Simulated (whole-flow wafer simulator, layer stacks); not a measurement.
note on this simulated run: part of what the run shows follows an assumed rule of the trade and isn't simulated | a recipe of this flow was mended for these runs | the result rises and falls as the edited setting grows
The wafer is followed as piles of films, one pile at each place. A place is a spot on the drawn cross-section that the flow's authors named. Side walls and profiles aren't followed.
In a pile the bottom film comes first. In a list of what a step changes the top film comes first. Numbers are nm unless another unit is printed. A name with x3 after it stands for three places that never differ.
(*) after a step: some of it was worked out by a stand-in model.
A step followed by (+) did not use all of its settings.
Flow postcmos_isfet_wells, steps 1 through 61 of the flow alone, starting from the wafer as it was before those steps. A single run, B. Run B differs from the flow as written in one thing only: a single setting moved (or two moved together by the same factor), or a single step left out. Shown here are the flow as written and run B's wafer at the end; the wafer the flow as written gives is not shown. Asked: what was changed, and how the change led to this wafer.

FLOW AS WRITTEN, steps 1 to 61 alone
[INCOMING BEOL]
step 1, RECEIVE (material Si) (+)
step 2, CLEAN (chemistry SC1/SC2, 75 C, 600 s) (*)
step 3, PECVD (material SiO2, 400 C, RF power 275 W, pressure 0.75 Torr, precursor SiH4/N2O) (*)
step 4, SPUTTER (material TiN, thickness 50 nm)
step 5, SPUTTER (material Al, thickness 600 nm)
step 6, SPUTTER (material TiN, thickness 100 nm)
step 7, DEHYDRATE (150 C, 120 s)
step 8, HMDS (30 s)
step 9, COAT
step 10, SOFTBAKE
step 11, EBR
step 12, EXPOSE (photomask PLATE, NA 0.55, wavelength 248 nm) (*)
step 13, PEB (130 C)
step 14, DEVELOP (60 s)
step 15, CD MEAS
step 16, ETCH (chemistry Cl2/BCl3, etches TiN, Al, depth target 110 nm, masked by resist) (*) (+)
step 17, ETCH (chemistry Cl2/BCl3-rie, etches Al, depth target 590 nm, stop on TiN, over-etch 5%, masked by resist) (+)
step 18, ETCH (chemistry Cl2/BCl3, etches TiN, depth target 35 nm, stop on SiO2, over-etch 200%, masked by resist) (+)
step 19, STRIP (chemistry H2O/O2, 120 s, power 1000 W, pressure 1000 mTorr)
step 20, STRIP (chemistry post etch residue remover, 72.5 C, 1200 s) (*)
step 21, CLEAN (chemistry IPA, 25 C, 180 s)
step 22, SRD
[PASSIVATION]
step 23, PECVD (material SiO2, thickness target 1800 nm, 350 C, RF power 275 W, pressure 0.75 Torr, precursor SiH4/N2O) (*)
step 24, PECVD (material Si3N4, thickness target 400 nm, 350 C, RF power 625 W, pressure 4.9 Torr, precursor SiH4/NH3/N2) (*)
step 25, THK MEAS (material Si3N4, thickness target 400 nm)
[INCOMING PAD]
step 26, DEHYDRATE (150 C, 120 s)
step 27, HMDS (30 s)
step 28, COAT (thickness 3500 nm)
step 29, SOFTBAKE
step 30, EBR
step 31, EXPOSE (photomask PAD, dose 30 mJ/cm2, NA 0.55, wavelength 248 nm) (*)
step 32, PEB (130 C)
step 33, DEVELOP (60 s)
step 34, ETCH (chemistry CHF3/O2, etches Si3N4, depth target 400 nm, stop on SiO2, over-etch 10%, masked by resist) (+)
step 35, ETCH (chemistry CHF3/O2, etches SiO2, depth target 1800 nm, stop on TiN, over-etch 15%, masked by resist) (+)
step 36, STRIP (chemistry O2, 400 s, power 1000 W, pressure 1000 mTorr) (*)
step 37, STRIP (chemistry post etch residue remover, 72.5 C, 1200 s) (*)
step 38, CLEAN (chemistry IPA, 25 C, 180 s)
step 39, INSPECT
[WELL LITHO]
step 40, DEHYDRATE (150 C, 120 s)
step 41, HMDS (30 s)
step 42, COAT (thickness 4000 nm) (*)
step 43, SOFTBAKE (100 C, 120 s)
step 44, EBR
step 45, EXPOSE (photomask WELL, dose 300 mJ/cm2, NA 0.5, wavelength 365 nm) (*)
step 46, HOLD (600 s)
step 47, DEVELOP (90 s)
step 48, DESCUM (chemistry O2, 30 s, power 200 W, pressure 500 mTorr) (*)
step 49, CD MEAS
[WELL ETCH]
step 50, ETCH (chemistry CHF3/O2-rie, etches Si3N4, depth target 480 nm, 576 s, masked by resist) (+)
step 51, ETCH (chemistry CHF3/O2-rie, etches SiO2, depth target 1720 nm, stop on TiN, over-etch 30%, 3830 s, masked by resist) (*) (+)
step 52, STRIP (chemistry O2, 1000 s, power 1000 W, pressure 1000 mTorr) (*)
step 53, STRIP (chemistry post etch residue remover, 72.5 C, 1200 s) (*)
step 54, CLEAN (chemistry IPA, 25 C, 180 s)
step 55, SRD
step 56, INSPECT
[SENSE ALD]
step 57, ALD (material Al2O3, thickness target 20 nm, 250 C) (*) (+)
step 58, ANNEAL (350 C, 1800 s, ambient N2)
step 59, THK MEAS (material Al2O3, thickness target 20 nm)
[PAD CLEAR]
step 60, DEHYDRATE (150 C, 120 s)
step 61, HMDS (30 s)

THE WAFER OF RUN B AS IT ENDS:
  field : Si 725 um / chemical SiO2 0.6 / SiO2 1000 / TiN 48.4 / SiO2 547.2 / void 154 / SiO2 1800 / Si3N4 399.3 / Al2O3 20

The reason: step 17, ETCH: depth target 463 nm was run, though the flow has depth target 590 nm.

How this came from the change, step by step:
  step 17, ETCH (chemistry Cl2/BCl3-rie, etches Al, depth target 590 nm, stop on TiN, over-etch 5%, masked by resist) (+)
      field: Al loses 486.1 (in the flow as written it would be: Al loses 590 (all of it), TiN loses 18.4)
      margin x2, well900 x4, pad_clr, pad_open: thick-KrF-resist loses 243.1 (in the flow as written it would be: thick-KrF-resist loses 309.8)
  step 18, ETCH (chemistry Cl2/BCl3, etches TiN, depth target 35 nm, stop on SiO2, over-etch 200%, masked by resist) (+)
      field: Al loses 103.8 (all of it), TiN loses 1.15 (in the flow as written it would be: TiN loses 31.6 (all of it), SiO2 loses 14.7)
      margin x2, well900 x4, pad_clr, pad_open: thick-KrF-resist loses 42 (in the flow as written it would be: thick-KrF-resist loses 37.9)
  step 19, STRIP (chemistry H2O/O2, 120 s, power 1000 W, pressure 1000 mTorr)
      margin x2, well900 x4, pad_clr, pad_open: thick-KrF-resist loses 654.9 (all of it) (in the flow as written it would be: thick-KrF-resist loses 592.4 (all of it))
  step 23, PECVD (material SiO2, thickness target 1800 nm, 350 C, RF power 275 W, pressure 0.75 Torr, precursor SiH4/N2O) (*)
      field: SiO2 gains 1800 (new film), void gains 154 (new film), SiO2 gains 547.2 (new film) (in the flow as written it would be: SiO2 gains 1800 (new film), void gains 201.1 (new film), SiO2 gains 563.2)
With metal films that touch counted as one body, field has 1 body; the flow as written gives 0 bodies.
